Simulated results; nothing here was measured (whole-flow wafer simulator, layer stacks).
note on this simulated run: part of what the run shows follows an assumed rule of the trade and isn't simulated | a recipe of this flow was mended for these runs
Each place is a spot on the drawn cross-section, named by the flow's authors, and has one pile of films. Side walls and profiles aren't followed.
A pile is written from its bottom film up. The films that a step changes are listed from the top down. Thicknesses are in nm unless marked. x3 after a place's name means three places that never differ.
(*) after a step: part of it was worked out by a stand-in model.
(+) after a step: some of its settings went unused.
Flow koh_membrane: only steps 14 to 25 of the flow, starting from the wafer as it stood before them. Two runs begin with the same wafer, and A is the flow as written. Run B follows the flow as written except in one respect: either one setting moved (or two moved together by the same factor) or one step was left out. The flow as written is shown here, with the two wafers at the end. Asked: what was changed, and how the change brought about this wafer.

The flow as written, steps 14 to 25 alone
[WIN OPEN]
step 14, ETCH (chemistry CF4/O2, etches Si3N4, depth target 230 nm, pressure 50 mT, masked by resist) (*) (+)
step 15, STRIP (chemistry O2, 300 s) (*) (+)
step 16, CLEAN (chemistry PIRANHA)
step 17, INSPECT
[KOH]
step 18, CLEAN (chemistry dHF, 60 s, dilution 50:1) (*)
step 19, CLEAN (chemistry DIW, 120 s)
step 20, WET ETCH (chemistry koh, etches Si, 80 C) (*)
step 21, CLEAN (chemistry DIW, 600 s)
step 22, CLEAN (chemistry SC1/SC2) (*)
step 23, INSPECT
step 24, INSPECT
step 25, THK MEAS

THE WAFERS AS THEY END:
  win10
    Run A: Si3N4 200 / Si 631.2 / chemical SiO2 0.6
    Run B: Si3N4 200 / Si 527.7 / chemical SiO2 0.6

What caused this: step 14, ETCH: depth target 333.5 nm was run, though the flow has depth target 230 nm.

Step by step, how the change led to this:
  step 14, ETCH (chemistry CF4/O2, etches Si3N4, depth target 230 nm, pressure 50 mT, masked by resist) (*) (+)
      win20 x4, win10: A Si3N4 loses 200 (all of it), chemical SiO2 loses 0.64 (all of it), Si loses 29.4 | B Si3N4 loses 200 (all of it), chemical SiO2 loses 0.64 (all of it), Si loses 132.9
      field: A i-line-resist loses 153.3 | B i-line-resist loses 222.3
  step 15, STRIP (chemistry O2, 300 s) (*) (+)
      field: A i-line-resist loses 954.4 (all of it) | B i-line-resist loses 885.4 (all of it)
